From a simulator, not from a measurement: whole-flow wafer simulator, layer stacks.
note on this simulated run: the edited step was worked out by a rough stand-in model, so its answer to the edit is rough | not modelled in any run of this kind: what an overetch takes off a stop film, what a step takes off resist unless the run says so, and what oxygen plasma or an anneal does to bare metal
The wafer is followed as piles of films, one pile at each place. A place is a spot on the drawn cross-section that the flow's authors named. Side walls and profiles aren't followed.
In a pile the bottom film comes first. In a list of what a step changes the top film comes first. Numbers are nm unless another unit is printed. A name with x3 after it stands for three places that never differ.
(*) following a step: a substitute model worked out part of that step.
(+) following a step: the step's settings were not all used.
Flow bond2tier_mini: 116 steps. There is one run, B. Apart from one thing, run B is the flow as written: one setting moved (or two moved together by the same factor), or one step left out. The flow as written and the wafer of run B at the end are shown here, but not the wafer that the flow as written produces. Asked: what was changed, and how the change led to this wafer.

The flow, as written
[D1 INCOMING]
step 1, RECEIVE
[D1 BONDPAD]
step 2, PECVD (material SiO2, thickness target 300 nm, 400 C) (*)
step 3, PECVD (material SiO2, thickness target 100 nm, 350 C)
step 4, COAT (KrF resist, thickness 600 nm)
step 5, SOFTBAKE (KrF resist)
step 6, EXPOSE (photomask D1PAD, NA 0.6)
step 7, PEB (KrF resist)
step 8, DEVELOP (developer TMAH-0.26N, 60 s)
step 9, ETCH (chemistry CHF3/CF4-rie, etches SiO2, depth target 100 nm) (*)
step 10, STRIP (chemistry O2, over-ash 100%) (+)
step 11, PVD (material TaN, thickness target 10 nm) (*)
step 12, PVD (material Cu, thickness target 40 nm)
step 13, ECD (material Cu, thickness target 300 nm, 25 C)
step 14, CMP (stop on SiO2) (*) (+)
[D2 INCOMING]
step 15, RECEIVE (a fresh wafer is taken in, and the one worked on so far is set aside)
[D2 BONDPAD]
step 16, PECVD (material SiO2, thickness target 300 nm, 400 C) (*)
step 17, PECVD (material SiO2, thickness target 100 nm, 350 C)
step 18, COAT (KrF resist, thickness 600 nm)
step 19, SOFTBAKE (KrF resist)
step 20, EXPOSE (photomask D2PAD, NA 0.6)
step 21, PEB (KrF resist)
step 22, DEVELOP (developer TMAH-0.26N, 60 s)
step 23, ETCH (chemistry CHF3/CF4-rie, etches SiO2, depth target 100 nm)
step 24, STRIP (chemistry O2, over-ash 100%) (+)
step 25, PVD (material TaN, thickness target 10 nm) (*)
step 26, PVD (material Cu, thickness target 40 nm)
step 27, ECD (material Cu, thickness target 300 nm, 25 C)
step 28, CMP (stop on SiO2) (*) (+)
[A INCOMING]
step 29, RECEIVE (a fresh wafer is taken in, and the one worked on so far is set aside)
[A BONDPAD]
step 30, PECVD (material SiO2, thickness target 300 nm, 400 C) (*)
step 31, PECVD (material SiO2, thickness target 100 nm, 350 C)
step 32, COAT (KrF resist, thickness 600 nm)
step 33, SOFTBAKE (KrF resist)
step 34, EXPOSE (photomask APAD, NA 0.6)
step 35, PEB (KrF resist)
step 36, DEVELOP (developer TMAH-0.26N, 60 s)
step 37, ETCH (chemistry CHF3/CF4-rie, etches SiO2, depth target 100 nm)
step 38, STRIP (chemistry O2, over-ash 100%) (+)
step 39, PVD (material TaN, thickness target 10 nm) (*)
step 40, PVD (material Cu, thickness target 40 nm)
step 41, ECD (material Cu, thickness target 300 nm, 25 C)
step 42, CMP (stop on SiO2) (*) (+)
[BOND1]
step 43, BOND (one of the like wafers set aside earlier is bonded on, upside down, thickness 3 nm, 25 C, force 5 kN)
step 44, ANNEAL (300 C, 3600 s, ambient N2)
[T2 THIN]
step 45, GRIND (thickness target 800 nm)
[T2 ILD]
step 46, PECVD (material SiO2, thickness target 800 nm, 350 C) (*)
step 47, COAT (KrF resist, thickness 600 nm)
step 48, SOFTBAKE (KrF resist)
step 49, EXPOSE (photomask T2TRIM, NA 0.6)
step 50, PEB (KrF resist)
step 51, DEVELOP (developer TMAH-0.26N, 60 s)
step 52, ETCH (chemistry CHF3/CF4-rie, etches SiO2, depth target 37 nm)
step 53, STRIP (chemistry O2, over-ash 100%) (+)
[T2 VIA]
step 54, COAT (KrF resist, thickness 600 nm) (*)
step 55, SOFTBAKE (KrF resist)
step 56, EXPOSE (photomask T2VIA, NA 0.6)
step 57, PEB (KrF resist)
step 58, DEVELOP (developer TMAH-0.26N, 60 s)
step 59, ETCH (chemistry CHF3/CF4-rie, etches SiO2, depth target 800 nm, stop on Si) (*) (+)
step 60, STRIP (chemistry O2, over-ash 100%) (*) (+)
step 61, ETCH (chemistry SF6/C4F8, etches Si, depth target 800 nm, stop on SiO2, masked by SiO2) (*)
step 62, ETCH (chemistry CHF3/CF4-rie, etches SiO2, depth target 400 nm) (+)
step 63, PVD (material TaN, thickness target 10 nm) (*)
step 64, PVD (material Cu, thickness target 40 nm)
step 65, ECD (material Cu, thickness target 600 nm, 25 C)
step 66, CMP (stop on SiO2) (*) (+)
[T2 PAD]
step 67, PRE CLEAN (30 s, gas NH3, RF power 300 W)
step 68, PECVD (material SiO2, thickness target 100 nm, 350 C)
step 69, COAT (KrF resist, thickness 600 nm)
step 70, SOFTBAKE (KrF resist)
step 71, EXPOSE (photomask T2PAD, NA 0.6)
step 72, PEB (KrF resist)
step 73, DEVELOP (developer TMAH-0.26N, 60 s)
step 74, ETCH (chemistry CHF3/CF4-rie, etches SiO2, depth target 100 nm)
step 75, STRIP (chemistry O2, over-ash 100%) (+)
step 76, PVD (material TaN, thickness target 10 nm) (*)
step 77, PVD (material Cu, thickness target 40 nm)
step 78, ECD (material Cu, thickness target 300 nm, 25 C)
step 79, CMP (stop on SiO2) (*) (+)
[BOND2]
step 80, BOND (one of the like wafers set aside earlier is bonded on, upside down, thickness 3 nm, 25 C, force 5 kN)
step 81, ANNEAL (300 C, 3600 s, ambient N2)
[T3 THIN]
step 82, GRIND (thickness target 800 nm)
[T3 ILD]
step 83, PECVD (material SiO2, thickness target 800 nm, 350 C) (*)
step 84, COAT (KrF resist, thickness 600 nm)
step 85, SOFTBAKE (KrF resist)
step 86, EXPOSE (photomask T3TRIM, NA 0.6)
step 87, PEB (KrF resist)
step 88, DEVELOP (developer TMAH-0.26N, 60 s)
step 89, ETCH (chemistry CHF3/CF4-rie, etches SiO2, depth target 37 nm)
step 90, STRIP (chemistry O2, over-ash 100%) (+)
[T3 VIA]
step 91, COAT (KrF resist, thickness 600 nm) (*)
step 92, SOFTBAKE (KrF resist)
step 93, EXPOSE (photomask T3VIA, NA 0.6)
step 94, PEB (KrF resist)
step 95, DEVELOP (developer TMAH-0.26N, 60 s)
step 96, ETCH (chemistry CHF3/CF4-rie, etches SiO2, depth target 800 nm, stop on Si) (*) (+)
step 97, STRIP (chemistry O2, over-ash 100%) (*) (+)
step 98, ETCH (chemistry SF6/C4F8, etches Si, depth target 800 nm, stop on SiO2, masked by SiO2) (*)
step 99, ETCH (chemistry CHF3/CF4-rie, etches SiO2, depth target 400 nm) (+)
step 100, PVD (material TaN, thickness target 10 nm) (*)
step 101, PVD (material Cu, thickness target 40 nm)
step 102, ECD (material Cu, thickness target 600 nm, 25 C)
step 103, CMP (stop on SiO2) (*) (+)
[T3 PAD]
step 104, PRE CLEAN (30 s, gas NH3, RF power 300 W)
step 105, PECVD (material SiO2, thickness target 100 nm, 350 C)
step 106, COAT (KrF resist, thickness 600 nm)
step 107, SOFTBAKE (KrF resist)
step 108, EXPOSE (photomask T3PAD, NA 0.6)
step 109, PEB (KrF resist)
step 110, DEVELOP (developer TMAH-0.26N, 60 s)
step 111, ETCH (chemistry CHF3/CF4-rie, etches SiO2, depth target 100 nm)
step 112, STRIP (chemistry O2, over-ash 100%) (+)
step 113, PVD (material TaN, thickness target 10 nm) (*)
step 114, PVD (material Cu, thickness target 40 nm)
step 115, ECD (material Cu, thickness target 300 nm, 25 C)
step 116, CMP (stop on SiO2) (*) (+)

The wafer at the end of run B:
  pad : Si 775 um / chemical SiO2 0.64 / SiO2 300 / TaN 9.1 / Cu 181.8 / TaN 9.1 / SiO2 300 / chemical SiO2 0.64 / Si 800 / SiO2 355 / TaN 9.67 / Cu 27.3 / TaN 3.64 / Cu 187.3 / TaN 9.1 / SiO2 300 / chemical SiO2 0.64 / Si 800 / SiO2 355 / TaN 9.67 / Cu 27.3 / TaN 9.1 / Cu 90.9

The reason: step 76, PVD: thickness target 4 nm was run, while the flow as written has thickness target 10 nm.

How this came from the change, step by step:
  step 76, PVD (material TaN, thickness target 10 nm) (*)
      field: TaN gains 4 (new film) (it would be, as written: TaN gains 10 (new film))
      pad: TaN gains 3.64 (new film) (it would be, as written: TaN gains 9.1 (new film))
  step 79, CMP (stop on SiO2) (*) (+)
      field: Cu loses 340 (all of it), TaN loses 4 (all of it) (it would be, as written: Cu loses 340 (all of it), TaN loses 10 (all of it))
